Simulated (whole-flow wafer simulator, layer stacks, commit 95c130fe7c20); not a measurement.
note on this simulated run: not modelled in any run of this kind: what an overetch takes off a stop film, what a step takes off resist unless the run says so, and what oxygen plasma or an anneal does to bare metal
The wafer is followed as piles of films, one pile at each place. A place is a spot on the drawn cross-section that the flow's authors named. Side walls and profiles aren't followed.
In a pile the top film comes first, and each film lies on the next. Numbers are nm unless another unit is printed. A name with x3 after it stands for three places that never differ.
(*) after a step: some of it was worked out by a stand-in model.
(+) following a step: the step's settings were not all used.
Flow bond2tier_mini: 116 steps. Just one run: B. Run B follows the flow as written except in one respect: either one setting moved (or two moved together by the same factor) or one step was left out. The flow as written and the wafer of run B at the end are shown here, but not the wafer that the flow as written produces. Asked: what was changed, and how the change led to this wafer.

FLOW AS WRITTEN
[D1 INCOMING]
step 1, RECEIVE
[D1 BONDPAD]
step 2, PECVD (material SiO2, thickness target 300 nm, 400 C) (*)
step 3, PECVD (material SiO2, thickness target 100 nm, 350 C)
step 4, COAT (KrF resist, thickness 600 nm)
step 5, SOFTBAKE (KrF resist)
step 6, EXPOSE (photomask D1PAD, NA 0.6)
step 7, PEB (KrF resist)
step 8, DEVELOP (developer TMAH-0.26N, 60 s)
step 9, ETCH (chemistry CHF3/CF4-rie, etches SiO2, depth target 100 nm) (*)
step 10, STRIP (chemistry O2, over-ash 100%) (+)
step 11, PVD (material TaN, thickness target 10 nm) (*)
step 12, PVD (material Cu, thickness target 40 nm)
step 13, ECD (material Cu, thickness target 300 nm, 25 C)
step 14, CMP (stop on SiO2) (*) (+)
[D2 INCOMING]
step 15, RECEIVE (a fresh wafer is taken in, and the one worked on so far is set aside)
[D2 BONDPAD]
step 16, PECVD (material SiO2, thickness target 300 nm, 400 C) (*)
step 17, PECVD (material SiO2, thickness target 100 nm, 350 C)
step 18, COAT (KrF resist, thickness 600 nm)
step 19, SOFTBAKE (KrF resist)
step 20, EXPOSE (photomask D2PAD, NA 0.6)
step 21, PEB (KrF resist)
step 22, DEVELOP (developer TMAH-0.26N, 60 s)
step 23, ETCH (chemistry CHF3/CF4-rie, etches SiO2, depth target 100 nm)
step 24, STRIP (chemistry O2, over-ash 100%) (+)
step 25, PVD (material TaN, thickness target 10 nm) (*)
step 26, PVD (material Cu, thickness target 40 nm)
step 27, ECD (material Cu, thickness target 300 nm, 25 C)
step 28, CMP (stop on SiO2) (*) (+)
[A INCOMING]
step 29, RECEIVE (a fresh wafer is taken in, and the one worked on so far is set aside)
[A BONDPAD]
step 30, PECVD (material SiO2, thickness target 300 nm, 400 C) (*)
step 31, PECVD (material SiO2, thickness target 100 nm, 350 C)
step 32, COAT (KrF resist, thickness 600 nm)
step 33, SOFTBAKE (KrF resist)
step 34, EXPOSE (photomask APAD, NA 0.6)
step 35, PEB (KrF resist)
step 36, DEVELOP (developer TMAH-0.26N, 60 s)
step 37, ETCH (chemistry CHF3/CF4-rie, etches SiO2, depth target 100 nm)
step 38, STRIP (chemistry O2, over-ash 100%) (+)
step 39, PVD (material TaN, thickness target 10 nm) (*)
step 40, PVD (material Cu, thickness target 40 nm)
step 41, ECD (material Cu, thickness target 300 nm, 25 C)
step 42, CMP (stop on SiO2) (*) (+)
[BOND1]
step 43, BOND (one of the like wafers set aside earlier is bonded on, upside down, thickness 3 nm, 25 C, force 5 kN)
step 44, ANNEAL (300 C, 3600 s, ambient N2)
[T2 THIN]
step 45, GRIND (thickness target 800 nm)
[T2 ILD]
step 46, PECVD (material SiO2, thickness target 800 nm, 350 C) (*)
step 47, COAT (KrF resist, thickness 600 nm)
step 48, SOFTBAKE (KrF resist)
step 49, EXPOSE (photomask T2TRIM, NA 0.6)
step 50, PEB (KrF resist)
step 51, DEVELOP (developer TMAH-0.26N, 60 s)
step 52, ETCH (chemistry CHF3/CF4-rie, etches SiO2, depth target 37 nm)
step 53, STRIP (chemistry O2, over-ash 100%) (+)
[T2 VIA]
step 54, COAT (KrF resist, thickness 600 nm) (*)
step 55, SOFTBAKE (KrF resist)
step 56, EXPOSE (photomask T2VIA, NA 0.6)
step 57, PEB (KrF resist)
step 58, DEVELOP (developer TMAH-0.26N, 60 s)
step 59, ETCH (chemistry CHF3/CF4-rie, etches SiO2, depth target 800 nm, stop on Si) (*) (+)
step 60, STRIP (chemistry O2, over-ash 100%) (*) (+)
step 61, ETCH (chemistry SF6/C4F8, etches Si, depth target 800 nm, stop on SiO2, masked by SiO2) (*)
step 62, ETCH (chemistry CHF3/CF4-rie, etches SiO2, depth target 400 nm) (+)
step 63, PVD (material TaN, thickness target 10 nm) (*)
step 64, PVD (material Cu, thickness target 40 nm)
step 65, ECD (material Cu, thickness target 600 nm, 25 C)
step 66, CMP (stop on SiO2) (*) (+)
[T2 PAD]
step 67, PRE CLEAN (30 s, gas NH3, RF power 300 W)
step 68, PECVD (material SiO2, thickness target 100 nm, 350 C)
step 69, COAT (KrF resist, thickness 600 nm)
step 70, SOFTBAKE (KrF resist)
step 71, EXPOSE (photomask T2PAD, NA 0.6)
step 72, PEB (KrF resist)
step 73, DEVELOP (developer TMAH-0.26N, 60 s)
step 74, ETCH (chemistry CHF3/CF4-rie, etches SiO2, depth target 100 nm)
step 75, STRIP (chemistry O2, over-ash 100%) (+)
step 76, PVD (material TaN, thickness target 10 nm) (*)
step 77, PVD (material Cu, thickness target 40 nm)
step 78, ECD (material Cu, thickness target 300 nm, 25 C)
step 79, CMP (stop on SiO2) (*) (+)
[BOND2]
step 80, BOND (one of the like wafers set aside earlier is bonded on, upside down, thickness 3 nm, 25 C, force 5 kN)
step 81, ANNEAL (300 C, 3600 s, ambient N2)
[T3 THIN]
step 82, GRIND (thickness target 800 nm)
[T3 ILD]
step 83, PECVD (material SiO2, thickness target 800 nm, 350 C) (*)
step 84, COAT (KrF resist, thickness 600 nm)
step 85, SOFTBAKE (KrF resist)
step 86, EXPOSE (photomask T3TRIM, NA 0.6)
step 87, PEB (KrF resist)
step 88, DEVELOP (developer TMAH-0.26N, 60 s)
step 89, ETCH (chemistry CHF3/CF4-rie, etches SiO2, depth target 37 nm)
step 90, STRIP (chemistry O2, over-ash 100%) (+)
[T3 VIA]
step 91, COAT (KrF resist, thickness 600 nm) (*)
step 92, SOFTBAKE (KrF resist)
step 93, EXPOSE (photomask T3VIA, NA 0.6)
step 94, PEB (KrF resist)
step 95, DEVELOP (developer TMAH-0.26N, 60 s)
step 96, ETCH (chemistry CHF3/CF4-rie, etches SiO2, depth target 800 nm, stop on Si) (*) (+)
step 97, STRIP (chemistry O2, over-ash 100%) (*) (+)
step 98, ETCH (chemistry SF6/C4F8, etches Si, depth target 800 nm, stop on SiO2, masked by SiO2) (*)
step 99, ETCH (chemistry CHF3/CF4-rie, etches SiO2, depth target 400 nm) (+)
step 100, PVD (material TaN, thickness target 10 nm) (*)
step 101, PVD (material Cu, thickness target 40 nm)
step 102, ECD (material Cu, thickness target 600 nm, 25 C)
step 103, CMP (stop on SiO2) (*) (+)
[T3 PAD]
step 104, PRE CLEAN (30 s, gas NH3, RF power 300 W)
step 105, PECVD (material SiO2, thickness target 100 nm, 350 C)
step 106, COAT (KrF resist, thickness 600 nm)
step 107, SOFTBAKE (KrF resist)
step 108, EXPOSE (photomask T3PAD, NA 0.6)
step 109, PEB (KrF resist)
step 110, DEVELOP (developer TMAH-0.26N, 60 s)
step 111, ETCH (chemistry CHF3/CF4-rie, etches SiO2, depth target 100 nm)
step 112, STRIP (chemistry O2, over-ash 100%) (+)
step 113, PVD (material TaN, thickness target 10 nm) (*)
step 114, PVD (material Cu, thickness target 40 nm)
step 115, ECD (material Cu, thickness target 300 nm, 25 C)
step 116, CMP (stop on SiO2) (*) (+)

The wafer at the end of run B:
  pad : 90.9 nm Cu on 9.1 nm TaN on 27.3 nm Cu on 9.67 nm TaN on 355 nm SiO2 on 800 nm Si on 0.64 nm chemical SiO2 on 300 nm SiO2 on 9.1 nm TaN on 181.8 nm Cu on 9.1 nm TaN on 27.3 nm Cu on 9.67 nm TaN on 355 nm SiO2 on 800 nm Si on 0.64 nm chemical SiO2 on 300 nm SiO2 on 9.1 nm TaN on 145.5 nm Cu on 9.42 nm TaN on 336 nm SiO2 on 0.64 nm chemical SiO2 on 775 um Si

The reason: step 37, ETCH: depth target 64 nm was run, while the flow as written has depth target 100 nm.

How this came from the change, step by step:
  step 37, ETCH (chemistry CHF3/CF4-rie, etches SiO2, depth target 100 nm)
      pad, via: -64 SiO2 (as written it would have been: -100 SiO2)
      field: -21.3 KrF resist (as written it would have been: -33.3 KrF resist)
  step 38, STRIP (chemistry O2, over-ash 100%) (+)
      field: -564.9 KrF resist (all of it) (as written it would have been: -552.9 KrF resist (all of it))
  step 40, PVD (material Cu, thickness target 40 nm)
      pad: +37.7 Cu (new film) (as written it would have been: +36.4 Cu (new film))
  step 41, ECD (material Cu, thickness target 300 nm, 25 C)
      pad: +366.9 Cu (as written it would have been: +404.5 Cu)
      via: +364 Cu (as written it would have been: +400.2 Cu)
